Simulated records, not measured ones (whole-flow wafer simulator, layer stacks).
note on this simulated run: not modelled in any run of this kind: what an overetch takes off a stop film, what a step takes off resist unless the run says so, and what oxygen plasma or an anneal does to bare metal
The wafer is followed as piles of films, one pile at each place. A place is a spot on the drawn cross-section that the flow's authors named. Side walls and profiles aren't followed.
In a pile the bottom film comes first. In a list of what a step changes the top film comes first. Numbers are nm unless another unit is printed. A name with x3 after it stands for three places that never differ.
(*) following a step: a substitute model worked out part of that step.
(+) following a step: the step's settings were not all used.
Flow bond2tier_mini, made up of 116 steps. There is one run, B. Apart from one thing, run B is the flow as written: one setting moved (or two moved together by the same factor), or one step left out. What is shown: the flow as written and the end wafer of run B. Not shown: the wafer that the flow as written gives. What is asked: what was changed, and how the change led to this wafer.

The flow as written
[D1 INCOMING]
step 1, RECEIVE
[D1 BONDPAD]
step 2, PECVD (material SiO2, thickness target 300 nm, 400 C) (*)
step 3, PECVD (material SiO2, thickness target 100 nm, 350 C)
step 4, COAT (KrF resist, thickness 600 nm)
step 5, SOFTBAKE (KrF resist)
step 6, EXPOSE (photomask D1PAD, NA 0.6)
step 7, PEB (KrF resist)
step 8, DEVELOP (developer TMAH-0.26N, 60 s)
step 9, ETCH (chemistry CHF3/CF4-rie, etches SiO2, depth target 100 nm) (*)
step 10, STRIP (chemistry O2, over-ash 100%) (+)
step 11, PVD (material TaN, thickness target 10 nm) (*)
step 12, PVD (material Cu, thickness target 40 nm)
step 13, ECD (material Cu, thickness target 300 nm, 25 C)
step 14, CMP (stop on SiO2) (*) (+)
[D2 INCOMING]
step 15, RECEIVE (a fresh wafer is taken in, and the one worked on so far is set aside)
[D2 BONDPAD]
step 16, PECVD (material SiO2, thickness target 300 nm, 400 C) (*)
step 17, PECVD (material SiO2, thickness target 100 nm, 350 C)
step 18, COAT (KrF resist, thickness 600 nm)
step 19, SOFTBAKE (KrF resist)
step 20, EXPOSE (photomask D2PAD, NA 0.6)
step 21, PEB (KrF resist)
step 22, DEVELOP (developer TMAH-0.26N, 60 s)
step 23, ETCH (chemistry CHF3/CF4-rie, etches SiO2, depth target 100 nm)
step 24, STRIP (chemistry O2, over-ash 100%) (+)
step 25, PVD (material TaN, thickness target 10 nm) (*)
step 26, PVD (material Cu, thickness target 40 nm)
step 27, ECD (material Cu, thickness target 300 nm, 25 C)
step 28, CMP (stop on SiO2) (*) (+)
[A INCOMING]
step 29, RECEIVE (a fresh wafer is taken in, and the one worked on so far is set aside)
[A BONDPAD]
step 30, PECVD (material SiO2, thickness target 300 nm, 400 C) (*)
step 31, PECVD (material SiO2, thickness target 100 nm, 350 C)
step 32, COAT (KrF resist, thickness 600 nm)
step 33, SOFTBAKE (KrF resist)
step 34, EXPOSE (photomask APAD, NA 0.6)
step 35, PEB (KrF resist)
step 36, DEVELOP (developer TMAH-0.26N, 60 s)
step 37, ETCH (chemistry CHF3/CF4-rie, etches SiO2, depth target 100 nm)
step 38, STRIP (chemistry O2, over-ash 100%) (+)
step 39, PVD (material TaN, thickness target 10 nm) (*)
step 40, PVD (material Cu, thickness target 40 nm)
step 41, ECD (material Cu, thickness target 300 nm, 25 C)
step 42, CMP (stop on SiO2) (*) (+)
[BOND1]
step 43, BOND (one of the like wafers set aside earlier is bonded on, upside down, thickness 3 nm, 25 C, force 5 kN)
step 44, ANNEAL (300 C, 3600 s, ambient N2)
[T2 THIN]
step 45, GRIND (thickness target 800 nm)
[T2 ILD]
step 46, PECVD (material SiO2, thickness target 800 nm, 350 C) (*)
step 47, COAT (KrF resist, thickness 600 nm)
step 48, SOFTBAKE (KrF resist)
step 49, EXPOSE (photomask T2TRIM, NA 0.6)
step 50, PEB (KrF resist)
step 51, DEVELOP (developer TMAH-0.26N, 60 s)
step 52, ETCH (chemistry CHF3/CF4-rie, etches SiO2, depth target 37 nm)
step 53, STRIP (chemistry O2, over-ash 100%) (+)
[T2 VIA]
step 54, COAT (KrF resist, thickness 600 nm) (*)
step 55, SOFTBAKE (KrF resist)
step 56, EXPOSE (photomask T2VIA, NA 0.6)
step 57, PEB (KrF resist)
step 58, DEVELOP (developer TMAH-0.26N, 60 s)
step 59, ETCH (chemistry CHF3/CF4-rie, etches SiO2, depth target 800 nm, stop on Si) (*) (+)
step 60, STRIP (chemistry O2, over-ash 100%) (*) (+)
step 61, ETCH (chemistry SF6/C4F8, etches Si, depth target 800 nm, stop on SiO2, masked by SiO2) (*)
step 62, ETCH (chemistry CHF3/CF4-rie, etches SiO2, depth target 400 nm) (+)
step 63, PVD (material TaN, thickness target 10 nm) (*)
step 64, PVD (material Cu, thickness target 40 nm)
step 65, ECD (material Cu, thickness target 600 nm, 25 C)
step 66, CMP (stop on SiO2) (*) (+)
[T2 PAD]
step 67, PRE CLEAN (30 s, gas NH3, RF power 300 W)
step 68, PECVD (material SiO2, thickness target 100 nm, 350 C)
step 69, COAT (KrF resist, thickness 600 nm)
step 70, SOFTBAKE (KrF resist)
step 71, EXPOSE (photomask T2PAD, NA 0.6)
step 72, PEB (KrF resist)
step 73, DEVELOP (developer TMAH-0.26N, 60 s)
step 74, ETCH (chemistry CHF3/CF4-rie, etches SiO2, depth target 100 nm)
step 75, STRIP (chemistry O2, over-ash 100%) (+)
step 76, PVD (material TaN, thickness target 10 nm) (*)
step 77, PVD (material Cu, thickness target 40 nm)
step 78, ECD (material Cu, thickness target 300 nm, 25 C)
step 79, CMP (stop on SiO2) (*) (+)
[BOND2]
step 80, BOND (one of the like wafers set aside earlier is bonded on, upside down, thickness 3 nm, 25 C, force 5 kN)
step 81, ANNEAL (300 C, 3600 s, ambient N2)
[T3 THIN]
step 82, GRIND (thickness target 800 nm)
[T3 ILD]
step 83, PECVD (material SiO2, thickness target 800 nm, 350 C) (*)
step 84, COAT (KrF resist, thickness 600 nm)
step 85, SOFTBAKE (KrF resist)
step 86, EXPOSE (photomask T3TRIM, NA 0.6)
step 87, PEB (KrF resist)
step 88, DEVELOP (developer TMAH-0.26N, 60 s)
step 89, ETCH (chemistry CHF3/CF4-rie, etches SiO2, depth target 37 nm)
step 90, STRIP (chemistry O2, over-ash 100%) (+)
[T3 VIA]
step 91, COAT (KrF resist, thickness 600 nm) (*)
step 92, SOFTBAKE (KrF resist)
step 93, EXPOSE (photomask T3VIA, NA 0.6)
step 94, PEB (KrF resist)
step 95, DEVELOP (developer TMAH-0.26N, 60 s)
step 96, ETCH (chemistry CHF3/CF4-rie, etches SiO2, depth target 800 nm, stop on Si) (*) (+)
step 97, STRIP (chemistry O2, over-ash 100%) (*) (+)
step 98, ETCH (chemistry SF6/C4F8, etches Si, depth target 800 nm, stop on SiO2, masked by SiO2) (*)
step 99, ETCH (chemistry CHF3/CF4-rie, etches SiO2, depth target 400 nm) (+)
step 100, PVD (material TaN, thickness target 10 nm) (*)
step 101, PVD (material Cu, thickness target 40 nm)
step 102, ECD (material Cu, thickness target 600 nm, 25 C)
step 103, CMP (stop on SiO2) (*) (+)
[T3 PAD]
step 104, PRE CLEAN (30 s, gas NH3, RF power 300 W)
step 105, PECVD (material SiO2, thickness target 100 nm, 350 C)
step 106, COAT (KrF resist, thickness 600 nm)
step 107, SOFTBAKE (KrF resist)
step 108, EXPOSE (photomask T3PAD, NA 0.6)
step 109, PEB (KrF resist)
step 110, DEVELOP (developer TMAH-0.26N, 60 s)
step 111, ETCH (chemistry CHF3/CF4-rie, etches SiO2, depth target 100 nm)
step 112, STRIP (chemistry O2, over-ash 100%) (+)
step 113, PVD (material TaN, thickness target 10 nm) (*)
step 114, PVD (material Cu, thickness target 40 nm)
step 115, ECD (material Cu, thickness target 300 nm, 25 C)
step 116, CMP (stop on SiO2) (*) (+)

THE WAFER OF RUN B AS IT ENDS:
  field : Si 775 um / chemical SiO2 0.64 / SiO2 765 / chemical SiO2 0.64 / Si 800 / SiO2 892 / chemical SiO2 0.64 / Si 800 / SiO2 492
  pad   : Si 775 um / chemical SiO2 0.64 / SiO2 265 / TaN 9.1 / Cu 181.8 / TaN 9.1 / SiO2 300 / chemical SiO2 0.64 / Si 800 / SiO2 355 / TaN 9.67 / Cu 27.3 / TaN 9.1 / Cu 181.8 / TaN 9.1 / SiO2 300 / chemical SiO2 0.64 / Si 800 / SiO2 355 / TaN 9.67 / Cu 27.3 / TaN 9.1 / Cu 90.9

The reason: step 31, PECVD: thickness target 65 nm was run, whereas the flow has thickness target 100 nm.

The path from the change to this, step by step:
  step 31, PECVD (material SiO2, thickness target 100 nm, 350 C)
      field, pad, via: SiO2 gains 65 (as written it would have been: SiO2 gains 100)
